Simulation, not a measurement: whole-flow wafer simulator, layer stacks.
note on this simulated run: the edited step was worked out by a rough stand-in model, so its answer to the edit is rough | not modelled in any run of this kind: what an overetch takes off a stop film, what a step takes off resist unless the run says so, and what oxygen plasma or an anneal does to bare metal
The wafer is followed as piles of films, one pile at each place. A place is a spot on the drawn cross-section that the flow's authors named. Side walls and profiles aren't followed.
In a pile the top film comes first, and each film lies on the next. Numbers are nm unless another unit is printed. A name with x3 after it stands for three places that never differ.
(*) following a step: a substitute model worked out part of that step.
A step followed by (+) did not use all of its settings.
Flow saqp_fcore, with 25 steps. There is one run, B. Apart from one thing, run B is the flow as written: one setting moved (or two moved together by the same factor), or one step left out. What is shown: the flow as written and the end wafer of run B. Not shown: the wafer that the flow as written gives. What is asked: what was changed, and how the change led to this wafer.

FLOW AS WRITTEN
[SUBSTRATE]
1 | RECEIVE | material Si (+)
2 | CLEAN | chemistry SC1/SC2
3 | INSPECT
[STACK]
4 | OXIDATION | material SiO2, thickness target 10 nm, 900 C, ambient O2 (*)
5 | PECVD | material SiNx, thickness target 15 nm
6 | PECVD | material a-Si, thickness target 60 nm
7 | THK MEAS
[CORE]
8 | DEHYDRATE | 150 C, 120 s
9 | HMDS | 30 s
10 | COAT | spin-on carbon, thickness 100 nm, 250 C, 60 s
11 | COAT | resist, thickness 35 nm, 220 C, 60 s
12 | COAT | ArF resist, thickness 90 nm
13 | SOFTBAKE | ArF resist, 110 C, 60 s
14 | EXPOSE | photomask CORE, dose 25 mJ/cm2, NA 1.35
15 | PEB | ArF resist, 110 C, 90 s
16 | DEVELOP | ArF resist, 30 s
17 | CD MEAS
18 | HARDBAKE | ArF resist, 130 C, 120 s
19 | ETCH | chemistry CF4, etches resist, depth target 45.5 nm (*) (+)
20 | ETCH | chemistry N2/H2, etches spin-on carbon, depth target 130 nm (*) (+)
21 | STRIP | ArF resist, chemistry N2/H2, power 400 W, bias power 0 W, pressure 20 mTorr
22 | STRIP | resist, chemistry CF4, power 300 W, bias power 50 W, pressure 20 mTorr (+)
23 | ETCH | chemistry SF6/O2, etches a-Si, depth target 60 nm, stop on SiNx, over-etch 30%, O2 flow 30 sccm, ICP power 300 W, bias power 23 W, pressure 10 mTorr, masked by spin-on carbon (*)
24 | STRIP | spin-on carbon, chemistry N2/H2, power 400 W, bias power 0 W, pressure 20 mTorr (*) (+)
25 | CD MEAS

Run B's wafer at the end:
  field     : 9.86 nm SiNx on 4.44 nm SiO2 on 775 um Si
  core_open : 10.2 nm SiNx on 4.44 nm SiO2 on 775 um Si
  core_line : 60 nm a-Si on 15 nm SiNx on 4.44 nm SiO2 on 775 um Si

What caused this: step 4, OXIDATION: 810 C was run, while the flow as written has 900 C.

How this came from the change, step by step:
  4 | OXIDATION | material SiO2, thickness target 10 nm, 900 C, ambient O2 (*)
      field, core_open, core_line: +4.44 SiO2 (new film), -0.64 chemical SiO2 (all of it), -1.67 Si (as written it would have been: +10 SiO2 (new film), -0.64 chemical SiO2 (all of it), -4.12 Si)
